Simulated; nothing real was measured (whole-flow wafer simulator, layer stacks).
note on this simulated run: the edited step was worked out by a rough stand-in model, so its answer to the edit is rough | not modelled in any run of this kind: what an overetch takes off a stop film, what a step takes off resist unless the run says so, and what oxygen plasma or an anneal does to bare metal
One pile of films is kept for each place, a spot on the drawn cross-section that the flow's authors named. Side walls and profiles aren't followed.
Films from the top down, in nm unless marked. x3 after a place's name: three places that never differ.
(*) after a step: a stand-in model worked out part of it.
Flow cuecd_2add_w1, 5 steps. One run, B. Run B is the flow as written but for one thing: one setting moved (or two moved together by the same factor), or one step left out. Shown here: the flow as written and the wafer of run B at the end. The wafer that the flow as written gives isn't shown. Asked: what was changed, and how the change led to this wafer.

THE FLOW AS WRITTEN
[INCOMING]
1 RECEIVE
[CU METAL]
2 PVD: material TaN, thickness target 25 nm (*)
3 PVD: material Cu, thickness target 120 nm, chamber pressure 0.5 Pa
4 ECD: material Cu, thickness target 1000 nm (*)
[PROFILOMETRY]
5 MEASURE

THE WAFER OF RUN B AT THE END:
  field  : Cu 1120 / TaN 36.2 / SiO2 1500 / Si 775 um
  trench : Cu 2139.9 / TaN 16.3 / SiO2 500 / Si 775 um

The cause: step 2, PVD: thickness target 36.2 nm was run, where the flow has thickness target 25 nm.
It can be read off the wafer: field has TaN 36.2, and step 2 as written asks for 25 nm.

How the change led to this, step by step:
  2 PVD: material TaN, thickness target 25 nm (*)
      field: TaN +36.2 (new film) (as written it would be: TaN +25 (new film))
      trench: TaN +16.3 (new film) (as written it would be: TaN +11.2 (new film))
